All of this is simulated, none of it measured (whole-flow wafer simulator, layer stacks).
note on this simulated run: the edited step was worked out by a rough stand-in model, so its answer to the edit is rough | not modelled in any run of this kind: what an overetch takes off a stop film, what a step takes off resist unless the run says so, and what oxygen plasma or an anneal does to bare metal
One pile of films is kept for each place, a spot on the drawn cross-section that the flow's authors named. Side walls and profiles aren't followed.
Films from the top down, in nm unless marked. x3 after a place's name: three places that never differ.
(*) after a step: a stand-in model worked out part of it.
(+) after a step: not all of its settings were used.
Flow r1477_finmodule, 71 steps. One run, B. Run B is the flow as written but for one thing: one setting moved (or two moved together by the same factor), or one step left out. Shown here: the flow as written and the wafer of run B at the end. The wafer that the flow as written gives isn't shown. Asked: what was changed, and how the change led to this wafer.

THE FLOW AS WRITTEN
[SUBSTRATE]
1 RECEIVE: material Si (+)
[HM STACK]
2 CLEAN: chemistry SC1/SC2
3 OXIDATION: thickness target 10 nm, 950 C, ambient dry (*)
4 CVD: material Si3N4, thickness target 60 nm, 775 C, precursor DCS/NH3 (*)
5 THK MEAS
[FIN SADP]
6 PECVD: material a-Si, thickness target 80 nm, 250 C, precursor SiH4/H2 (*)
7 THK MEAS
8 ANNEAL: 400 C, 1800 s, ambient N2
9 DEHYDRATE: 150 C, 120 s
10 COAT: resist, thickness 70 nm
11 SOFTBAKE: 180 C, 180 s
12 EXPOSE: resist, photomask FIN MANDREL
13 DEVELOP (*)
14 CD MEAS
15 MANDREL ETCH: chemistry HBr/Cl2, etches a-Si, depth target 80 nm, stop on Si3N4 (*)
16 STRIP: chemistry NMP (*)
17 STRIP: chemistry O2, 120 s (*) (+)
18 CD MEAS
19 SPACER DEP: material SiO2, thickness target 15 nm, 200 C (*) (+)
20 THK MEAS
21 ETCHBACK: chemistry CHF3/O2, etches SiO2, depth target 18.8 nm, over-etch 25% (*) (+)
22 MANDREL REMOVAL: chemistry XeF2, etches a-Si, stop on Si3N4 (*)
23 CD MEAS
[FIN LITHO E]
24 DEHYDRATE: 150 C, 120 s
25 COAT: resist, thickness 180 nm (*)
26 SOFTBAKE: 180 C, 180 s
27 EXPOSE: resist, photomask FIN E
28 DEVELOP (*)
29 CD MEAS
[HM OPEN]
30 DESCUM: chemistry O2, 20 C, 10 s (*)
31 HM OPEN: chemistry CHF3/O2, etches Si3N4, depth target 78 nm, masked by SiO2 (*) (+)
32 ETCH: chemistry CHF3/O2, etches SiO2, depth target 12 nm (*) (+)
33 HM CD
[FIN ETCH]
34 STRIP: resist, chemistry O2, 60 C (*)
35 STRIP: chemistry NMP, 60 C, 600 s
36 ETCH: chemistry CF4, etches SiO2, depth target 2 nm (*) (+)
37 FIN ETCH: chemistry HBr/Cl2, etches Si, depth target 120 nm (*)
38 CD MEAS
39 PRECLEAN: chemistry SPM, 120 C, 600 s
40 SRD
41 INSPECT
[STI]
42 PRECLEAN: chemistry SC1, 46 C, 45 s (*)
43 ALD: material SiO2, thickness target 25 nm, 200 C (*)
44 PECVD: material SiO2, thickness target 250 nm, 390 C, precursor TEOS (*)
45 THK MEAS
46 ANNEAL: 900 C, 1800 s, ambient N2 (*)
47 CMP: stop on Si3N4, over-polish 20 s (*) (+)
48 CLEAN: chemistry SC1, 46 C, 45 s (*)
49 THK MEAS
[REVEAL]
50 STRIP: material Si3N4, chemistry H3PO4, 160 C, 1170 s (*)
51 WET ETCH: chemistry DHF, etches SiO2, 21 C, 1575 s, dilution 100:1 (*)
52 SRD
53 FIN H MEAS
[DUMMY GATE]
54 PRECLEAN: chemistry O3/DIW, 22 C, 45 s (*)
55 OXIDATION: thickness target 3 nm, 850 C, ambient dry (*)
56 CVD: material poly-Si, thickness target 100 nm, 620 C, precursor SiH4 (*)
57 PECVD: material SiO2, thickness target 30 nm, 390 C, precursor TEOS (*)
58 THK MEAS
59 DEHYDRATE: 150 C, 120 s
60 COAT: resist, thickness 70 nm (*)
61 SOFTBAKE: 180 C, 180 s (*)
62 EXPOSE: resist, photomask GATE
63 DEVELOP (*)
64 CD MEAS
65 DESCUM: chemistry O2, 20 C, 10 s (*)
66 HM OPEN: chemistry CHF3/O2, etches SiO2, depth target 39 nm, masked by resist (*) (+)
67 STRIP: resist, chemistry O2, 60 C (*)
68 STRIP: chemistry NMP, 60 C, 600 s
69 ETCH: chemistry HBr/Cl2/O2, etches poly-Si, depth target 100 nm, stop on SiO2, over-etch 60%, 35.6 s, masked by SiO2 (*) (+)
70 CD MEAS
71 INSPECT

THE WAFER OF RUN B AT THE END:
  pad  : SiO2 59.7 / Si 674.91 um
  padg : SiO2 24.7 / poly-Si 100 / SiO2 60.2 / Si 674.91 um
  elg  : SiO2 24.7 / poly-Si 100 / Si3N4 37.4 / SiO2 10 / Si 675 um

The cause: step 37, FIN ETCH: depth target 76.8 nm was run, where the flow has depth target 120 nm.

How the change led to this, step by step:
  37 FIN ETCH: chemistry HBr/Cl2, etches Si, depth target 120 nm (*)
      pad, padg, esg and 19 more: Si -76.8 (as written it would be: Si -120)
      elg, e40lg, e100lg, e200lg, elo, e40lo, e100lo, e200lo: Si3N4 -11 (as written it would be: Si3N4 -17.1)
      (and at 6 more places)
  43 ALD: material SiO2, thickness target 25 nm, 200 C (*)
      s40cg, s45cg, s50cg, s40co, s45co, s50co: SiO2 +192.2 (new film) (as written it would be: SiO2 +232.1 (new film))
      esg: SiO2 +157.2 (new film) (as written it would be: SiO2 +194.3 (new film))
  47 CMP: stop on Si3N4, over-polish 20 s (*) (+)
      pad, padg, e40sg and 11 more: SiO2 -115 (as written it would be: SiO2 -71.8)
      elg, esg, e40lg and 6 more: SiO2 -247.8 (as written it would be: SiO2 -241.6)
      (and at 1 more place)
  51 WET ETCH: chemistry DHF, etches SiO2, 21 C, 1575 s, dilution 100:1 (*)
      elg, e40lg, e100lg, e200lg, elo, e40lo, e100lo, e200lo: SiO2 -11.7 (all of it), Si3N4 -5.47 (as written it would be: SiO2 -17.8 (all of it), Si3N4 -4.97)
  56 CVD: material poly-Si, thickness target 100 nm, 620 C, precursor SiH4 (*)
      esg: poly-Si +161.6 (new film) (as written it would be: poly-Si +156 (new film))
  60 COAT: resist, thickness 70 nm (*)
      e40sg, eso, e40so: resist +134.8 (new film) (as written it would be: resist +129.5 (new film))
      e100sg, e100so: resist +134.7 (new film) (as written it would be: resist +129.4 (new film))
      (and at 2 more places)
  63 DEVELOP (*)
      eso, e40so: resist -134.8 (all of it) (as written it would be: resist -129.5 (all of it))
      e100so: resist -134.7 (all of it) (as written it would be: resist -129.4 (all of it))
      (and at 1 more place)
  67 STRIP: resist, chemistry O2, 60 C (*)
      e40sg: resist -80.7 (all of it) (as written it would be: resist -75.4 (all of it))
      e100sg: resist -80.6 (all of it) (as written it would be: resist -75.3 (all of it))
      (and at 1 more place)
